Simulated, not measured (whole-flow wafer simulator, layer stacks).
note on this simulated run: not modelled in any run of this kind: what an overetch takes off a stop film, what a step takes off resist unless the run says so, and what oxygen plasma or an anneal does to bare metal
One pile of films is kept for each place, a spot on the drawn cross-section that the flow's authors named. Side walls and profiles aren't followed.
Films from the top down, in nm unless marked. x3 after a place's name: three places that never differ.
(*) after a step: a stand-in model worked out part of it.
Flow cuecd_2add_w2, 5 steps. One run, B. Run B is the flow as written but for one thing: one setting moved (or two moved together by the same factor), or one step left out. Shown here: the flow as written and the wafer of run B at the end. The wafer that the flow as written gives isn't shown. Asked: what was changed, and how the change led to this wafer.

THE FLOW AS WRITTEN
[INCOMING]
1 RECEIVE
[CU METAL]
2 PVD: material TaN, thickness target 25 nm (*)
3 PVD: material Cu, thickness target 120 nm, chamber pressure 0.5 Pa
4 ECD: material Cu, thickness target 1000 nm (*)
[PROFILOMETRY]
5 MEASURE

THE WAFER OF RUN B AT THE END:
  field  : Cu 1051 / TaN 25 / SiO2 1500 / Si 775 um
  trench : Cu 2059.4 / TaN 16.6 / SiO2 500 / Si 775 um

The cause: step 3, PVD: thickness target 51 nm was run, where the flow has thickness target 120 nm.

How the change led to this, step by step:
  3 PVD: material Cu, thickness target 120 nm, chamber pressure 0.5 Pa
      field: Cu +51 (new film) (as written it would be: Cu +120 (new film))
      trench: Cu +34.5 (new film) (as written it would be: Cu +80.8 (new film))
